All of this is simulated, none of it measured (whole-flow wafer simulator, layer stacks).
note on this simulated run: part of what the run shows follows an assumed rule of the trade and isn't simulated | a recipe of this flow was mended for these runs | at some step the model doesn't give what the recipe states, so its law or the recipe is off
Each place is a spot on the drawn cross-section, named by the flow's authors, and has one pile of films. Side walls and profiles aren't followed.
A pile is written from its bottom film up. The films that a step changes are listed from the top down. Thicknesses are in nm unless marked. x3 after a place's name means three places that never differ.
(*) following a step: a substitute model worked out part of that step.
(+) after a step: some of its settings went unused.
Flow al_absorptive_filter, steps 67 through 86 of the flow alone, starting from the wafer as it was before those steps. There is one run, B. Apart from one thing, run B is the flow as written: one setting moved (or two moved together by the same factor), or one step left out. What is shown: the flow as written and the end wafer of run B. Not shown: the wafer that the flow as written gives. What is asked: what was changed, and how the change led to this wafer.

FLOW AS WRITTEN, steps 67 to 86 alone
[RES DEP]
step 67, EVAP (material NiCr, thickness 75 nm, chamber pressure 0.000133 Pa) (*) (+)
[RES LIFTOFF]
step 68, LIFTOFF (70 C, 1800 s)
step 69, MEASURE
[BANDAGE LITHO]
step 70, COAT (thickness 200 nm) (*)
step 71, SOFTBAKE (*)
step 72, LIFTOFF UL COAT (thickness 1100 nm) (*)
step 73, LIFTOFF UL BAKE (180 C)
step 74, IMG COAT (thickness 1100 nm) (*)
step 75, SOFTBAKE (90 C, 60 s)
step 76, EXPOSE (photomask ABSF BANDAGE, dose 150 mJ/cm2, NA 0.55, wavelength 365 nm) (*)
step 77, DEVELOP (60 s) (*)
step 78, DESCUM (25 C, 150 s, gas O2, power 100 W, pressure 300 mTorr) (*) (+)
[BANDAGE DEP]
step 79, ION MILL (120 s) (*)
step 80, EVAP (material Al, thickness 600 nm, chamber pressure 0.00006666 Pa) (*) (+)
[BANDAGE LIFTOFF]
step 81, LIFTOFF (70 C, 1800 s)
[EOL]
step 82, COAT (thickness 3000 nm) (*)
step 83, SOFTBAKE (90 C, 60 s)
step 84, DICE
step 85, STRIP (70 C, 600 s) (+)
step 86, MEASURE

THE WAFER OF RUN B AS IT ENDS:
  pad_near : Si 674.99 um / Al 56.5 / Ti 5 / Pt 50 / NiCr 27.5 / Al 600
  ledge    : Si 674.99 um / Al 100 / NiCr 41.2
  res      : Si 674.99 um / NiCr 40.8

The reason: step 67, EVAP: thickness 41.25 nm was run, whereas the flow has thickness 75 nm.
One can read it off the wafer: ledge has NiCr 41.2, and step 67 as written asks for 75 nm.

How this came from the change, step by step:
  step 67, EVAP (material NiCr, thickness 75 nm, chamber pressure 0.000133 Pa) (*) (+)
      gnd, pad_far, ledge and 9 more: NiCr gains 41.2 (new film) (in the flow as written it would be: NiCr gains 75 (new film))
      pad_near, res: NiCr gains 40.8 (new film) (in the flow as written it would be: NiCr gains 74.2 (new film))
  step 68, LIFTOFF (70 C, 1800 s)
      xa_field, xl_land, idc_field: NiCr loses 41.2 (all of it), i-line-resist loses 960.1 (all of it), lift-off-underlayer loses 1100 (all of it), acrylic-e-beam-resist loses 200 (all of it) (in the flow as written it would be: NiCr loses 75 (all of it), i-line-resist loses 960.1 (all of it), lift-off-underlayer loses 1100 (all of it), acrylic-e-beam-resist loses 200 (all of it))
      gnd: NiCr loses 41.2 (all of it), i-line-resist loses 959.5 (all of it), lift-off-underlayer loses 1100.9 (all of it), acrylic-e-beam-resist loses 200.6 (all of it) (in the flow as written it would be: NiCr loses 75 (all of it), i-line-resist loses 959.5 (all of it), lift-off-underlayer loses 1100.9 (all of it), acrylic-e-beam-resist loses 200.6 (all of it))
      (and at 7 other places as well)
  step 70, COAT (thickness 200 nm) (*)
      pad_near: acrylic-e-beam-resist gains 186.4 (new film) (in the flow as written it would be: acrylic-e-beam-resist gains 180.9 (new film))
      res: acrylic-e-beam-resist gains 224.6 (new film) (in the flow as written it would be: acrylic-e-beam-resist gains 218.1 (new film))
  step 78, DESCUM (25 C, 150 s, gas O2, power 100 W, pressure 300 mTorr) (*) (+)
      pad_near: acrylic-e-beam-resist loses 186.4 (all of it) (in the flow as written it would be: acrylic-e-beam-resist loses 180.9 (all of it))
  step 81, LIFTOFF (70 C, 1800 s)
      res: Al loses 600 (all of it), i-line-resist loses 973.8 (all of it), lift-off-underlayer loses 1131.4 (all of it), acrylic-e-beam-resist loses 224.6 (all of it) (in the flow as written it would be: Al loses 600 (all of it), i-line-resist loses 964.1 (all of it), lift-off-underlayer loses 1118.2 (all of it), acrylic-e-beam-resist loses 218.1 (all of it))
  step 83, SOFTBAKE (90 C, 60 s)
      res: i-line-resist gains 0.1 (in the flow as written it would be: i-line-resist loses 1.75)
      gnd: i-line-resist gains 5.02 (in the flow as written it would be: i-line-resist gains 6.13)
      (and at 2 other places as well)
